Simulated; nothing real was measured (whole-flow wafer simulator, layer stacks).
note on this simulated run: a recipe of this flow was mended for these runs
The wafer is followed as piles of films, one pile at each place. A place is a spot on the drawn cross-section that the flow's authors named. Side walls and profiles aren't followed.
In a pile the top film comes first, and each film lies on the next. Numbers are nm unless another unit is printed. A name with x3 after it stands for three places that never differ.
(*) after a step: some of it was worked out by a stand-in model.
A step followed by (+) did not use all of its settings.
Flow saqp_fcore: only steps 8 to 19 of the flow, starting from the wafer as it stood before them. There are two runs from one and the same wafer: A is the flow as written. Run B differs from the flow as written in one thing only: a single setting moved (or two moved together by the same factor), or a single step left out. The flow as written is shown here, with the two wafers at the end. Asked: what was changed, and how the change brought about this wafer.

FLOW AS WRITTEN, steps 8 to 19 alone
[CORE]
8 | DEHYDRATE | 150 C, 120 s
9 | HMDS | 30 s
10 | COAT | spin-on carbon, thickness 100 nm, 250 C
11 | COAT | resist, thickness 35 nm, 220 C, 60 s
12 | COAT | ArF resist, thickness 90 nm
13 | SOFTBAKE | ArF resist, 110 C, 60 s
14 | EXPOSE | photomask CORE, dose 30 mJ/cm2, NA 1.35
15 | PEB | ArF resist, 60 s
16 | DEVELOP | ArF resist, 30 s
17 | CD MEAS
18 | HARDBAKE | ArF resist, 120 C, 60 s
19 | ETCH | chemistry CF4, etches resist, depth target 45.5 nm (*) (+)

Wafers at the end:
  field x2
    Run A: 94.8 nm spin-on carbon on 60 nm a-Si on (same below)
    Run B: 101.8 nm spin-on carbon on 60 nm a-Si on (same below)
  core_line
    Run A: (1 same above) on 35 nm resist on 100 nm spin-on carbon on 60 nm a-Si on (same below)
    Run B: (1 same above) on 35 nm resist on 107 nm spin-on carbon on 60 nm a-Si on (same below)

Cause: step 10, COAT: thickness 107 nm was run, though the flow has thickness 100 nm.
The wafer itself shows it: core_line has spin-on carbon 107, and step 10 as written asks for 100 nm.

The path from the change to this, step by step:
  10 | COAT | spin-on carbon, thickness 100 nm, 250 C
      field x2, core_line: A spin-on carbon gains 100 (new film) | B spin-on carbon gains 107 (new film)
